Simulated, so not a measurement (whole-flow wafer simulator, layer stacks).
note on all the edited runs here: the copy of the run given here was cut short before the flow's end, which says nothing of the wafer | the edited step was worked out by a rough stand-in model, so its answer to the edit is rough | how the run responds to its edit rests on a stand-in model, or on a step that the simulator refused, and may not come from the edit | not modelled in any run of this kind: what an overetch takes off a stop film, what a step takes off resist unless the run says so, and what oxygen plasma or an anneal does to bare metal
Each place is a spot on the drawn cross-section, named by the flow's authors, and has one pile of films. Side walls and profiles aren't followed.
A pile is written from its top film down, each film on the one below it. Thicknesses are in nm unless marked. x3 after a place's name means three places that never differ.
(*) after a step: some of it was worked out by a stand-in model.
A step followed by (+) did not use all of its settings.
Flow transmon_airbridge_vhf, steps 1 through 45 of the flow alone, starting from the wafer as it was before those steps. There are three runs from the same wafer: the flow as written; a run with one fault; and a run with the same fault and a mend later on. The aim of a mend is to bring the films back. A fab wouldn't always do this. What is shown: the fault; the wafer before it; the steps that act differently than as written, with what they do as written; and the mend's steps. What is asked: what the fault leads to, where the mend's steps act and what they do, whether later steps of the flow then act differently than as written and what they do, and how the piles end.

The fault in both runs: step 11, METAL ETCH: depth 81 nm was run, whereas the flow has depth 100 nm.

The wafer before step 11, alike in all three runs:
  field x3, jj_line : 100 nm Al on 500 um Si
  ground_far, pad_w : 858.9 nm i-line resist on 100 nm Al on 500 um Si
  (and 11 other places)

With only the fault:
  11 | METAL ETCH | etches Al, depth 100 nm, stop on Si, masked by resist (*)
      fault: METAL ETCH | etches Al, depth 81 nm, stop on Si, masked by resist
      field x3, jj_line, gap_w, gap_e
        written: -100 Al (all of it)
        fault: -81 Al
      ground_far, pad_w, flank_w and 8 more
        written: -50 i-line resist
        fault: -40.5 i-line resist
  Steps later in the flow that act otherwise than as written (19 other steps are not shown; they differ only slightly, by no more than 2% or 0.5 nm, whichever is larger):
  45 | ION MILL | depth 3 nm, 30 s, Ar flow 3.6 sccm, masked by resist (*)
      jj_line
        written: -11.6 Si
        fault: -19 Al (all of it), -0.93 Si
  At field x3, gap_w, gap_e, the piles at the end differ from the flow's by more than 2% or 0.5 nm, whichever is larger.
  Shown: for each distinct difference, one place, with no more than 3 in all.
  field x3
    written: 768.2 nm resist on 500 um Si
    fault: 768.2 nm resist on 19 nm Al on 500 um Si
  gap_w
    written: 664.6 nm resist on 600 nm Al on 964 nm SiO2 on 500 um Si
    fault: 659.3 nm resist on 600 nm Al on 964 nm SiO2 on 19 nm Al on 500 um Si

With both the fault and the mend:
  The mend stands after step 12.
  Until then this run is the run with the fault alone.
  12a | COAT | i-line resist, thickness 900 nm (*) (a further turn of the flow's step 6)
      field x3, jj_line, trace_open_s x2, margin_s, bridge_strip, margin_n
        +900 i-line resist (new film)
      pad_w, pad_e
        +890 i-line resist (new film)
      flank_w, flank_e
        +881 i-line resist (new film)
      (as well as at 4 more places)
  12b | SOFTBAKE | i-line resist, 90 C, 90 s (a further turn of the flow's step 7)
      flank_w, flank_e
        -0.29 i-line resist
      gap_w, gap_e
        +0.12 i-line resist
      cpw_trace
        -0.06 i-line resist
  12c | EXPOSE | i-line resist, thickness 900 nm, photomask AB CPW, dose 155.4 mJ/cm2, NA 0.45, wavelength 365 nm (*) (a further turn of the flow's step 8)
      leaves every film unchanged at each place that is followed
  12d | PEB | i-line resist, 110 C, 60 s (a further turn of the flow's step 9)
      field x3, jj_line, trace_open_s x2, margin_s, bridge_strip, margin_n
        -41 i-line resist
      pad_w, pad_e
        -40.6 i-line resist
      flank_w, flank_e
        -40.1 i-line resist
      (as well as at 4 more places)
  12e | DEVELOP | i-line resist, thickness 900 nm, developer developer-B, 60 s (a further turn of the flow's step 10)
      ground_far, pad_w, flank_w and 7 more
        -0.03 i-line resist
      field x3, jj_line
        -859 i-line resist (all of it)
      gap_w, gap_e
        -901.2 i-line resist (all of it)
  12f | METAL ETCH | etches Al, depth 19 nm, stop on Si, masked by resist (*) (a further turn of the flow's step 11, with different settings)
      ground_far, pad_w, flank_w and 8 more
        -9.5 i-line resist
      field x3, jj_line, gap_w, gap_e
        -19 Al (all of it)
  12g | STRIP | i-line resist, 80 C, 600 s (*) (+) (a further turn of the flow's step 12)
      trace_open_s x2, margin_s, bridge_strip, margin_n
        -849.4 i-line resist (all of it)
      pad_w, pad_e
        -839.9 i-line resist (all of it)
      flank_w, flank_e
        -831 i-line resist (all of it)
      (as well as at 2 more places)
  Every later step of the flow that is run acts as written at every place that is followed.
  By the end, the piles equal the flow's at every place that both follow.
